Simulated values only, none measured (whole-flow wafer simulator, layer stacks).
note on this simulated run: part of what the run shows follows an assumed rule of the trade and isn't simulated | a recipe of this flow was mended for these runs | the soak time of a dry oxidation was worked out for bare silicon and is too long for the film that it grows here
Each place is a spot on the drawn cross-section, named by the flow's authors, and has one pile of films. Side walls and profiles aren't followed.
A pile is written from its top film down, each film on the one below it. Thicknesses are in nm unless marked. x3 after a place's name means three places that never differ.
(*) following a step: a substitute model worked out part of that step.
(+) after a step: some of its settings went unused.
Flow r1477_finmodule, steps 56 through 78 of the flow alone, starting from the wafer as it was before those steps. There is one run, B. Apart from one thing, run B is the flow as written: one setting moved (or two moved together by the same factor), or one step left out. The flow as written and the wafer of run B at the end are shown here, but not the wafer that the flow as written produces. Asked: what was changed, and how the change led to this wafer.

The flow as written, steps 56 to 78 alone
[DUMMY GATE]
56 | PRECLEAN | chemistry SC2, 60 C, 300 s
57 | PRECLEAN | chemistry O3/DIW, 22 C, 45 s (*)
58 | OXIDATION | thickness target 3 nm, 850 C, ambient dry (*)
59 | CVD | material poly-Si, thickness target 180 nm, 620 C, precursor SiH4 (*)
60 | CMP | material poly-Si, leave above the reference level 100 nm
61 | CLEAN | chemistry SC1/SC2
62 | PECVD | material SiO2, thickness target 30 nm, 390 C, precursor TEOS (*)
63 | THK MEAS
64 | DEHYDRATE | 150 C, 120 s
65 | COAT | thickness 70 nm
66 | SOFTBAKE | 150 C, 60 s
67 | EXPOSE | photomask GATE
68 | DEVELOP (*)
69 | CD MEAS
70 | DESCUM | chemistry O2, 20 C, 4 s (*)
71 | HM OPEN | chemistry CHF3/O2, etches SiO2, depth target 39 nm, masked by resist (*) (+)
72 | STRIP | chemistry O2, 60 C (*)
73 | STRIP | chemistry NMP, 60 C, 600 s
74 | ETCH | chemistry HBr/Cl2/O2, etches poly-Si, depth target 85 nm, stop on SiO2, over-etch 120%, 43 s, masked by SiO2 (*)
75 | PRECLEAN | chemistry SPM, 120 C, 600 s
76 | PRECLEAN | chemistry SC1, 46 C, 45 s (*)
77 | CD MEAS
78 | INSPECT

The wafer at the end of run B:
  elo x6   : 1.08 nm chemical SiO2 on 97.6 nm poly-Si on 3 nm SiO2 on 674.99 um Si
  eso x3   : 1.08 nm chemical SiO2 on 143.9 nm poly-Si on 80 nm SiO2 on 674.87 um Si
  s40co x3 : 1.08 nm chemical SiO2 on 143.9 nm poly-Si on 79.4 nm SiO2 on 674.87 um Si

The reason: step 74, ETCH: chemistry HBr/Cl2/O2, etches poly-Si, depth target 85 nm, stop on SiO2, over-etch 120%, 43 s, masked by SiO2 (*), was omitted.

Step by step, how the change led to this:
  (no step that both runs have acts differently by more than 2% or 0.5 nm, whichever is larger)
